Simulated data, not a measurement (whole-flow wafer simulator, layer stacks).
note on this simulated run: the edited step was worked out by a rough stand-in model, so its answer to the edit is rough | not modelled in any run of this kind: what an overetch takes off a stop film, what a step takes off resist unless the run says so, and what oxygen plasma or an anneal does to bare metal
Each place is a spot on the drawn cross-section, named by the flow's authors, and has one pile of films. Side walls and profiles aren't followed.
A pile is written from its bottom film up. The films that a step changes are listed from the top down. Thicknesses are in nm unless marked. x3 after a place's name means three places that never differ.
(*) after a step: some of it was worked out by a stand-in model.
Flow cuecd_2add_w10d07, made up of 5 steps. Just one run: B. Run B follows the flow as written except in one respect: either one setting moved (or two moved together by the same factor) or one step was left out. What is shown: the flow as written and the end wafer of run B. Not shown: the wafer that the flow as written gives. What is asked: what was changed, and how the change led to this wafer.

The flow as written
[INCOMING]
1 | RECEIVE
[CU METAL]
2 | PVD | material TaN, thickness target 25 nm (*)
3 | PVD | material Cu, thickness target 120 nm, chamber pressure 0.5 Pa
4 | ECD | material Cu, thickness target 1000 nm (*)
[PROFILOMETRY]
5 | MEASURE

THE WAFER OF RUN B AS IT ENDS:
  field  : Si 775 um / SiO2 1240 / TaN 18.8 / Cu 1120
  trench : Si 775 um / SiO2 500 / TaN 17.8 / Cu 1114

Cause: step 2, PVD: thickness target 18.8 nm was run, though the flow has thickness target 25 nm.
The wafer lets one read it off: field has TaN 18.8, and step 2 as written asks for 25 nm.

The path from the change to this, step by step:
  2 | PVD | material TaN, thickness target 25 nm (*)
      field: +18.8 TaN (new film) (it would be, as written: +25 TaN (new film))
      trench: +17.8 TaN (new film) (it would be, as written: +23.7 TaN (new film))
